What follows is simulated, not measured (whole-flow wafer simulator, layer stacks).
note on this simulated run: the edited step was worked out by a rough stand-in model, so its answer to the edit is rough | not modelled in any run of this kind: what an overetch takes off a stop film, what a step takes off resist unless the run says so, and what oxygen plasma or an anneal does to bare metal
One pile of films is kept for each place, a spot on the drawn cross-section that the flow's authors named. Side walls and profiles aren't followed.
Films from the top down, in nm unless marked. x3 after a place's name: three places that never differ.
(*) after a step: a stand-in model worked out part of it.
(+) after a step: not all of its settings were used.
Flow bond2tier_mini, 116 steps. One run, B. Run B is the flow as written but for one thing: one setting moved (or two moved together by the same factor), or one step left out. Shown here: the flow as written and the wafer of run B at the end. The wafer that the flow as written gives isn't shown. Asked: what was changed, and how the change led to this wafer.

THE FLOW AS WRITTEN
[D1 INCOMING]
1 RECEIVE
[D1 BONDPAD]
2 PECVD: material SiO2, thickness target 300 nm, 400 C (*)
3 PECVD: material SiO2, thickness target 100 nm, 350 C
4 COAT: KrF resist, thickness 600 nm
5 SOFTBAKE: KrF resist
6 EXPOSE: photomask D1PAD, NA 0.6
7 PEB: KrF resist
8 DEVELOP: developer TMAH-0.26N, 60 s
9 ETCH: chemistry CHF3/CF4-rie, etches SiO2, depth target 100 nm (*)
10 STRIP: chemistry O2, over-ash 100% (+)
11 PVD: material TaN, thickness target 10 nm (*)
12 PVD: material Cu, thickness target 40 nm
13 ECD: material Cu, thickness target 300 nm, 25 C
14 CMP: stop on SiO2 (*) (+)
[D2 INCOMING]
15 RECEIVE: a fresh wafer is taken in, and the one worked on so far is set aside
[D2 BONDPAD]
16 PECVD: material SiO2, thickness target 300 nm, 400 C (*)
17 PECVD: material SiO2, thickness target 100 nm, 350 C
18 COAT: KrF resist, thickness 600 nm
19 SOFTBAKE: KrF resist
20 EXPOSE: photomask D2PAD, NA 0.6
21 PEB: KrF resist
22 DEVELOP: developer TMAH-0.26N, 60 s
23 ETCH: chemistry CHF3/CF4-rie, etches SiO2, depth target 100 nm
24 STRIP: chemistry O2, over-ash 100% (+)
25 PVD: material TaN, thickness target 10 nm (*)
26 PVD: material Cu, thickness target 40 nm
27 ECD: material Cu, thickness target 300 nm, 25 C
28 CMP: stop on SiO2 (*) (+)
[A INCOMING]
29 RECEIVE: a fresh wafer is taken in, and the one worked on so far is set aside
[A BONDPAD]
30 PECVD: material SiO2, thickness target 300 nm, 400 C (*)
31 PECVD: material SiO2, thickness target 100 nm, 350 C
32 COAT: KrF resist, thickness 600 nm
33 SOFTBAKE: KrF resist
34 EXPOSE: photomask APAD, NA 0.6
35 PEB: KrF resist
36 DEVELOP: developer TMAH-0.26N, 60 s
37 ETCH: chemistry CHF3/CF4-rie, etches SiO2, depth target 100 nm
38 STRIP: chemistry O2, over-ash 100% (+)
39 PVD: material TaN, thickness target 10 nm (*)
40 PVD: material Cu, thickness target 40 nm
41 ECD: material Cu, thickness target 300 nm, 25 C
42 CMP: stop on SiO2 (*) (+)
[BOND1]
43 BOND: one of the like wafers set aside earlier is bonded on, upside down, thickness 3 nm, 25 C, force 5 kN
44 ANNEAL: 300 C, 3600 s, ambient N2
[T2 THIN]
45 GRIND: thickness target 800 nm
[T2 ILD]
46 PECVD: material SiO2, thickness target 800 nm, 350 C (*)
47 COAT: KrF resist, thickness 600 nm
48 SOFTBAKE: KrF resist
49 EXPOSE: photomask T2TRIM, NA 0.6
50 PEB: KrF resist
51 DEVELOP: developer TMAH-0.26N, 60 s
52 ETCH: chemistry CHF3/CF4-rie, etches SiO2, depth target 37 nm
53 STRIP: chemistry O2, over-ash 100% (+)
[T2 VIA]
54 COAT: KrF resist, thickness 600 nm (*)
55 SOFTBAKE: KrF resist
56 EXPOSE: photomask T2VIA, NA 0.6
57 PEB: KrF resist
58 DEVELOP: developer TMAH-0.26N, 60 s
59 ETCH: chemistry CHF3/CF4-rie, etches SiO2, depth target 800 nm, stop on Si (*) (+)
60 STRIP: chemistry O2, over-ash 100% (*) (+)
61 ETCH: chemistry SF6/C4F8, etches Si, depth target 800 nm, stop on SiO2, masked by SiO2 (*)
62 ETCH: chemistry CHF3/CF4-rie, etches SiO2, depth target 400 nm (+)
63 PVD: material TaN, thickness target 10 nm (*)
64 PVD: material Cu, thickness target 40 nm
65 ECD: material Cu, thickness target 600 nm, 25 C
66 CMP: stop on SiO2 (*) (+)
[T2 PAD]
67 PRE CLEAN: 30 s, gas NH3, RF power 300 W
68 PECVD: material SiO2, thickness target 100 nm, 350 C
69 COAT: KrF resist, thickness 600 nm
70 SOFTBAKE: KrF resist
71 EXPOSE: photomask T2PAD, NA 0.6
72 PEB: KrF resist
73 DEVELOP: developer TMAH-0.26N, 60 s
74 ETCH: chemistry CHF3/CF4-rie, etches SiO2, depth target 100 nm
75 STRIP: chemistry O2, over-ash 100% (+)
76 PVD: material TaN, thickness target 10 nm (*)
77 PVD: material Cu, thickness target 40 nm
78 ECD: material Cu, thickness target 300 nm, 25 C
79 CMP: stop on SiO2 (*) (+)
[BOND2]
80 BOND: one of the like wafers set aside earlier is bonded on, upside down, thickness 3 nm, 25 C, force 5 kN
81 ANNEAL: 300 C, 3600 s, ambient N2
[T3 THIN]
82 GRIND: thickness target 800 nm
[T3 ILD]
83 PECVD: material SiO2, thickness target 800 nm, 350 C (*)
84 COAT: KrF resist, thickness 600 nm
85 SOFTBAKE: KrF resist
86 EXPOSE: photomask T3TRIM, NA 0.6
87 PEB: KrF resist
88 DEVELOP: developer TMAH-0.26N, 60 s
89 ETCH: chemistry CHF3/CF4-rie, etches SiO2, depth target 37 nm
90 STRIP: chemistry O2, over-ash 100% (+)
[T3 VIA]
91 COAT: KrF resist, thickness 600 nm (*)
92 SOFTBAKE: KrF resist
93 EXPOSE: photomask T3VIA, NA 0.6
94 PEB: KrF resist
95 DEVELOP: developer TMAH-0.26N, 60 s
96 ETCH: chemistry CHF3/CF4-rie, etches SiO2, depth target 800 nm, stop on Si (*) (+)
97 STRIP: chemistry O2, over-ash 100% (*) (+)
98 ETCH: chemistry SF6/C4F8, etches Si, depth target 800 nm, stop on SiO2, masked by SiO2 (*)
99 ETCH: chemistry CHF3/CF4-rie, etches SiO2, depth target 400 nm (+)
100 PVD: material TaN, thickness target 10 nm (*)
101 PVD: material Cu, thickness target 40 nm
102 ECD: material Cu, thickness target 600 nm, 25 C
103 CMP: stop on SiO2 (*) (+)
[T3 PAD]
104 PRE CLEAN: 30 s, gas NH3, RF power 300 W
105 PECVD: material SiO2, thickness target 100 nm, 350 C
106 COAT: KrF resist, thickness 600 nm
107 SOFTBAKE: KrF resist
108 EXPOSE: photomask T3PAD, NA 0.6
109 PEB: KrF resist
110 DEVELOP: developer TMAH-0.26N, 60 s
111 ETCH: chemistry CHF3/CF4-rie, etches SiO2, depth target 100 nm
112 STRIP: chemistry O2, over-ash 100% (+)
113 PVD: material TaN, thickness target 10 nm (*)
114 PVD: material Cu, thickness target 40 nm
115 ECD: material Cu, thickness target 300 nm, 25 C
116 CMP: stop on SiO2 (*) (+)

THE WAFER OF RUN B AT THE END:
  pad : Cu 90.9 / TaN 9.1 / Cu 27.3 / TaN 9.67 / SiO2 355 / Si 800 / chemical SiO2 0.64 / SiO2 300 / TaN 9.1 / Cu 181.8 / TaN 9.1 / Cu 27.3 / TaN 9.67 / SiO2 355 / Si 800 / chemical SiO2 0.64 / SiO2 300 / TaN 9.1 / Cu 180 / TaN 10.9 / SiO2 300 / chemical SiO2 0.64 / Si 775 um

The cause: step 39, PVD: thickness target 12 nm was run, where the flow has thickness target 10 nm.

How the change led to this, step by step:
  39 PVD: material TaN, thickness target 10 nm (*)
      field: TaN +12 (new film) (as written it would be: TaN +10 (new film))
      pad: TaN +10.9 (new film) (as written it would be: TaN +9.1 (new film))
      (and at 1 more place)
  42 CMP: stop on SiO2 (*) (+)
      field: Cu -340 (all of it), TaN -12 (all of it) (as written it would be: Cu -340 (all of it), TaN -10 (all of it))
